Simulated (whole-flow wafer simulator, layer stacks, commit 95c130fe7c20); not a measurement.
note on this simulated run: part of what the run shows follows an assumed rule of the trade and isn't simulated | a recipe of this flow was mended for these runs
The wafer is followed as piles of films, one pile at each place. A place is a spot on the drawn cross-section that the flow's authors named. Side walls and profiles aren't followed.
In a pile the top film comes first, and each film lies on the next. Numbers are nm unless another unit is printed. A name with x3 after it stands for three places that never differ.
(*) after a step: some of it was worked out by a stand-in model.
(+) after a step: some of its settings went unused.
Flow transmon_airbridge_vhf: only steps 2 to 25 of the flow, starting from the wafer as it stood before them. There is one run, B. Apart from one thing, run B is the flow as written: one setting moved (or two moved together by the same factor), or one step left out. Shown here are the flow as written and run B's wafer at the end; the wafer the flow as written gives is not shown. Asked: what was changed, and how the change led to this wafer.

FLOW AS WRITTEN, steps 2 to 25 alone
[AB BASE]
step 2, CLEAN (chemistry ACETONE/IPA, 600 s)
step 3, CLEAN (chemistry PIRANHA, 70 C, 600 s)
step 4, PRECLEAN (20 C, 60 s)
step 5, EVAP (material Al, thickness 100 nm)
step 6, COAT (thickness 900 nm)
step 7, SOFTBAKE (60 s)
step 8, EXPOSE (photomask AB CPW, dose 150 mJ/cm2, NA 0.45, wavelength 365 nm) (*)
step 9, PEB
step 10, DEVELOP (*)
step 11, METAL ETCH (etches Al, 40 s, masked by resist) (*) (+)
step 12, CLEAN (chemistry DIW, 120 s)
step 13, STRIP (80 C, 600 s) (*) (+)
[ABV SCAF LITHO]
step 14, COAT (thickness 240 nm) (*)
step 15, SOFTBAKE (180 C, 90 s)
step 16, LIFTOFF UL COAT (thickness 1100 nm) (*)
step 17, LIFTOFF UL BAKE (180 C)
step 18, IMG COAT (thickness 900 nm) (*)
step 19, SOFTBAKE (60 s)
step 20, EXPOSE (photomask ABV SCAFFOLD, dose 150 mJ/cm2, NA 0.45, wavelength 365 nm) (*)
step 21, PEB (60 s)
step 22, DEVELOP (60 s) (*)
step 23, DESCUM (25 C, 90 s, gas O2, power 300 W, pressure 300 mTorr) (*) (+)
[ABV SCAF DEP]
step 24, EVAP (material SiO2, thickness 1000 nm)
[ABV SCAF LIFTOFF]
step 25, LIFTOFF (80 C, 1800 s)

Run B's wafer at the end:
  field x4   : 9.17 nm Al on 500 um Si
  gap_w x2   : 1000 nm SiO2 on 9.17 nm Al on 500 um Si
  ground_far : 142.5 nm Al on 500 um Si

The reason: step 5, EVAP: thickness 142.5 nm was run, though the flow has thickness 100 nm.
The wafer itself shows it: ground_far has Al 142.5, and step 5 as written asks for 100 nm.

The path from the change to this, step by step:
  step 5, EVAP (material Al, thickness 100 nm)
      field x4, ground_far, pad_w x2, flank_w x2, gap_w x2, cpw_trace, trace_open_s x2, margin_s x3: +142.5 Al (new film) (it would be, as written: +100 Al (new film))
  step 11, METAL ETCH (etches Al, 40 s, masked by resist) (*) (+)
      field x4, gap_w x2: -120 Al (it would be, as written: -86.7 Al (all of it), -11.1 Si)
Taking metal films that touch as one body, field x4 has 1 body; the flow as written gives 0 bodies.
Taking metal films that touch as one body, gap_w x2 has 1 body; the flow as written gives 0 bodies.
